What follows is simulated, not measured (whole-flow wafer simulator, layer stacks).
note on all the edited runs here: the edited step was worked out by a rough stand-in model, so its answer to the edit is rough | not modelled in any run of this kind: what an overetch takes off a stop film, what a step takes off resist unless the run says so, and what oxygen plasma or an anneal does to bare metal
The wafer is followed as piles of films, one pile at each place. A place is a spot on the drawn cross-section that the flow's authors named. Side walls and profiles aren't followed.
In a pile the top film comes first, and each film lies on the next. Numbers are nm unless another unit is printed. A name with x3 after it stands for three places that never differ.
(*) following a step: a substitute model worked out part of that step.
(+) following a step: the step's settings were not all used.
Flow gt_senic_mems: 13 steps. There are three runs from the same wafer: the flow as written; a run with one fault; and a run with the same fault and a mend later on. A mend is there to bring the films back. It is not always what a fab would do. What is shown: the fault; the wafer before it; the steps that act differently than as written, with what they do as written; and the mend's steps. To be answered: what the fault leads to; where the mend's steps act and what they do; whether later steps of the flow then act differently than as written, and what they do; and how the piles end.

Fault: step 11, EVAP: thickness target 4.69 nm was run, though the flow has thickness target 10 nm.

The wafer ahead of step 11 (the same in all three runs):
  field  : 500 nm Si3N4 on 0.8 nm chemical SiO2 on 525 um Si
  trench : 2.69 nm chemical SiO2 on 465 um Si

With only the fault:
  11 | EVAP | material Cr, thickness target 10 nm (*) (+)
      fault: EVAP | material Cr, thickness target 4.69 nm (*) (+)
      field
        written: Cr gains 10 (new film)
        fault: Cr gains 4.69 (new film)
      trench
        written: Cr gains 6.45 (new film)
        fault: Cr gains 3.03 (new film)
  None of the later steps of the flow acts differently than as written at any place that is followed.
  The piles end different from the flow's at field, trench by more than 2% or 0.5 nm, whichever is larger.
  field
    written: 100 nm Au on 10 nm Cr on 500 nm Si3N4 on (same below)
    fault: 100 nm Au on 4.69 nm Cr on 500 nm Si3N4 on (same below)
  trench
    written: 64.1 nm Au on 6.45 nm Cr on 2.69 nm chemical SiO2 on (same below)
    fault: 64.1 nm Au on 3.03 nm Cr on 2.69 nm chemical SiO2 on (same below)

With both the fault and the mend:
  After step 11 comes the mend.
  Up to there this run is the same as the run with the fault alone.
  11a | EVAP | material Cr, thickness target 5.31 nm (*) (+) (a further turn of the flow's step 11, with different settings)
      field
        Cr gains 5.31
      trench
        Cr gains 3.43
  None of the later steps of the flow acts differently than as written at any place that is followed.
  The piles end only slightly different from the flow's at the places that both follow, by no more than 2% or 0.5 nm, whichever is larger.
